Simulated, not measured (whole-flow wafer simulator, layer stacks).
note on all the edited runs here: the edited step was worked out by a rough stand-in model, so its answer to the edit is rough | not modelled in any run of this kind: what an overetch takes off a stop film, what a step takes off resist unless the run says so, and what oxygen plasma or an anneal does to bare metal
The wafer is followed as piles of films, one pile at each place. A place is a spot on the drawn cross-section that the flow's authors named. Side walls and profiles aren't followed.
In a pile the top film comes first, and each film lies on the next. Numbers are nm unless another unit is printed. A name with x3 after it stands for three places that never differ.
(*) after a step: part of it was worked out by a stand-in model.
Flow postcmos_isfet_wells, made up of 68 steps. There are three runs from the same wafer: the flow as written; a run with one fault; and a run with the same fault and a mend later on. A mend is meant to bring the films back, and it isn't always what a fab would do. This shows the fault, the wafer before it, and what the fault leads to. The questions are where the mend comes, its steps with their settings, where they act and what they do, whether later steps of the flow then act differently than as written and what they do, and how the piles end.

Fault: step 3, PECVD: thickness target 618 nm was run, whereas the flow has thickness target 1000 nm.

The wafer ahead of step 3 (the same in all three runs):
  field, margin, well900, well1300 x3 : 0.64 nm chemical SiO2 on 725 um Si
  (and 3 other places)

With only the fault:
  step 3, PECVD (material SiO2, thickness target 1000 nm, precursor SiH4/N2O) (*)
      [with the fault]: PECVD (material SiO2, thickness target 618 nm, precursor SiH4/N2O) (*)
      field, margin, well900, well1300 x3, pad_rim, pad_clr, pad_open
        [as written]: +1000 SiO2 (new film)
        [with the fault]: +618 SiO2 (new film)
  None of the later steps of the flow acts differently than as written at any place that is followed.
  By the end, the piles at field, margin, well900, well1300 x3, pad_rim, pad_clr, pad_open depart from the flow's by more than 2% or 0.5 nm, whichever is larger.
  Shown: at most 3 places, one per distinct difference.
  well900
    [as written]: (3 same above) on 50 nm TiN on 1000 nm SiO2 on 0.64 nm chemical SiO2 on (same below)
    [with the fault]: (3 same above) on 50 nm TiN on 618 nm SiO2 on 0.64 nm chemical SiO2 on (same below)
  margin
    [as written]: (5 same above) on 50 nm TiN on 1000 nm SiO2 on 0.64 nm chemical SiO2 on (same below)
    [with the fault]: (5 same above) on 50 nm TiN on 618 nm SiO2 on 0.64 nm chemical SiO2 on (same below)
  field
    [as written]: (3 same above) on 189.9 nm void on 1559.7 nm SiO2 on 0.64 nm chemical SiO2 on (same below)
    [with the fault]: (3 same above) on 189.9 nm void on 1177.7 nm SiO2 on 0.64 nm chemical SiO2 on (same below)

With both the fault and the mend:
  After step 3 comes the mend.
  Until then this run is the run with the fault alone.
  step 3a, ETCH (chemistry boe, depth target 710.7 nm)
      field, margin, well900, well1300 x3, pad_rim, pad_clr, pad_open
        -618 SiO2 (all of it), -0.64 chemical SiO2 (all of it)
  step 3b, PECVD (material SiO2, thickness target 1000 nm, precursor SiH4/N2O) (the flow's step 3 again)
      field, margin, well900, well1300 x3, pad_rim, pad_clr, pad_open
        +1000 SiO2 (new film)
  None of the later steps of the flow acts differently than as written at any place that is followed.
  By the end, the piles at field, margin, well900, well1300 x3, pad_rim, pad_clr, pad_open depart from the flow's by more than 2% or 0.5 nm, whichever is larger.
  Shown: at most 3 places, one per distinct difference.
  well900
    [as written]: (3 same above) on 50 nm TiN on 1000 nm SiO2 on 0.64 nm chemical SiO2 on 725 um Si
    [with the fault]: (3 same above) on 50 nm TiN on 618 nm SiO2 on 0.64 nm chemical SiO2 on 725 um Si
    [with the mend]: (3 same above) on 50 nm TiN on 1000 nm SiO2 on 725 um Si
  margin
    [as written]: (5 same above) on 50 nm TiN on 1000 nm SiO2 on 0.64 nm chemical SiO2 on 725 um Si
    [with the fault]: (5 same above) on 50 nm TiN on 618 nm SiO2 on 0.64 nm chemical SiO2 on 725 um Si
    [with the mend]: (5 same above) on 50 nm TiN on 1000 nm SiO2 on 725 um Si
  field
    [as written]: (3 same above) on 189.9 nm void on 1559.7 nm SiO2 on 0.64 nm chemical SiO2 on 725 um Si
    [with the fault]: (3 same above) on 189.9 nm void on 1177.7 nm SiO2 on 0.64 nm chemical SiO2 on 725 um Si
    [with the mend]: (3 same above) on 189.9 nm void on 1559.7 nm SiO2 on 725 um Si
